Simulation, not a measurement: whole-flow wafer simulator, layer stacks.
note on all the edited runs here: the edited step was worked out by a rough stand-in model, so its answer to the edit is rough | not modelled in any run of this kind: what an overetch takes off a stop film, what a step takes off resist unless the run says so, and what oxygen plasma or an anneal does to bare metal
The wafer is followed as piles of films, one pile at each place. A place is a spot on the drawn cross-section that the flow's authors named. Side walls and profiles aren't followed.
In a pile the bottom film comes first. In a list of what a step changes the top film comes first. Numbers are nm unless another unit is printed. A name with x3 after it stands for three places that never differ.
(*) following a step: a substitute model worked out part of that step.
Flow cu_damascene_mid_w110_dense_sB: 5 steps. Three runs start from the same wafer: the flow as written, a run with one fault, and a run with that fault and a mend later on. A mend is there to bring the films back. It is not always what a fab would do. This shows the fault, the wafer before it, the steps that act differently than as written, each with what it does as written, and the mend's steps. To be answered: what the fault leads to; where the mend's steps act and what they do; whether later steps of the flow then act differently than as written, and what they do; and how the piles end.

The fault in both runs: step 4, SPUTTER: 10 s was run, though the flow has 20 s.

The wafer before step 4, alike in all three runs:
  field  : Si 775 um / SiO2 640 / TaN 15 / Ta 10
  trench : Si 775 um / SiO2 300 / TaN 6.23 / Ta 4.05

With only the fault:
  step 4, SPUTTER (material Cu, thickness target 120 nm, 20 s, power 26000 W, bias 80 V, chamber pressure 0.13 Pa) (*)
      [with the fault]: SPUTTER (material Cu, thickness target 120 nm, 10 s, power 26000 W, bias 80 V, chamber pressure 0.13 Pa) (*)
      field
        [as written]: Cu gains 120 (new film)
        [with the fault]: Cu gains 60 (new film)
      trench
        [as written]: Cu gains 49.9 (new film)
        [with the fault]: Cu gains 25 (new film)
  Later steps of the flow acting differently than as written:
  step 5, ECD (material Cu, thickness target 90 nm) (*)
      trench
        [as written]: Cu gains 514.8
        [with the fault]: Cu gains 479.8
  At field, trench, the piles at the end differ from the flow's by more than 2% or 0.5 nm, whichever is larger.
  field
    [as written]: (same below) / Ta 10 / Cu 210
    [with the fault]: (same below) / Ta 10 / Cu 150
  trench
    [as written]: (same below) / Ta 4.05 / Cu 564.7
    [with the fault]: (same below) / Ta 4.05 / Cu 504.7

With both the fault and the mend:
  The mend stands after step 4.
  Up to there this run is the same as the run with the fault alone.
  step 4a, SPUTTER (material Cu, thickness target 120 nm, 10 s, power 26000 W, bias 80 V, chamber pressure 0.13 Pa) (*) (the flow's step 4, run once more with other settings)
      field
        Cu gains 60
      trench
        Cu gains 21
  None of the later steps of the flow differs from how it acts as written, at any place that is followed, by more than 2% or 0.5 nm, whichever is larger.
  By the end, the piles equal the flow's at every place that both follow.
